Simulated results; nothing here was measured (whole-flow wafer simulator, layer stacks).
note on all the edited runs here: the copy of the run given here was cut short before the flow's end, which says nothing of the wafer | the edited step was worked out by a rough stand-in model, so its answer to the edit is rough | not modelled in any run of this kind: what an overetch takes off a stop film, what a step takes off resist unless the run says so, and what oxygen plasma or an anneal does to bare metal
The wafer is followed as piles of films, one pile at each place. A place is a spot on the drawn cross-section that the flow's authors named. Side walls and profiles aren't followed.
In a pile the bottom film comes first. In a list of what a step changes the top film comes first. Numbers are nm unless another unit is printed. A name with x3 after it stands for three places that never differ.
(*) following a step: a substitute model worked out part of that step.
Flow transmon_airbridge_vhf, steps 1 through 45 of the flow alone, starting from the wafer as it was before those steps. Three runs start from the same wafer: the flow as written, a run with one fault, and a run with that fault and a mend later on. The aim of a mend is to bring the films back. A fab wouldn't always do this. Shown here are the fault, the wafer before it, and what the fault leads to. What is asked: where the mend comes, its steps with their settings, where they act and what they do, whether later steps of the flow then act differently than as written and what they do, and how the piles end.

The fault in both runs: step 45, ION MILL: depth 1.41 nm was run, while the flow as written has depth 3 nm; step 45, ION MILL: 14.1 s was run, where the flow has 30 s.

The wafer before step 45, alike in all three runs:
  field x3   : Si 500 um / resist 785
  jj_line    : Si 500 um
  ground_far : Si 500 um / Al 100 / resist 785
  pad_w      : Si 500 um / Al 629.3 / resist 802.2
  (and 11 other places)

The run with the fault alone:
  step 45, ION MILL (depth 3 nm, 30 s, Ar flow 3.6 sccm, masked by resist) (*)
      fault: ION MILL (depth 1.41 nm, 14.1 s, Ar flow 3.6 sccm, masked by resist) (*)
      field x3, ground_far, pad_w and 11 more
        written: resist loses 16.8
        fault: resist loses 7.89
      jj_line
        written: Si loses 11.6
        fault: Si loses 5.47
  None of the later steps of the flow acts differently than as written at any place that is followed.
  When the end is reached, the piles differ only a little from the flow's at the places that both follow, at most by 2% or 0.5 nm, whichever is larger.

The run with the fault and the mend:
  After step 45 comes the mend.
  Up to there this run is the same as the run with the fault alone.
  step 45a, ION MILL (depth 1.59 nm, 15.9 s, Ar flow 3.6 sccm, masked by resist) (*) (a further turn of the flow's step 45, with different settings)
      field x3, ground_far, pad_w and 11 more
        resist loses 8.9
      jj_line
        Si loses 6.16
  None of the later steps of the flow acts differently than as written at any place that is followed.
  By the end, the piles equal the flow's at every place that both follow.
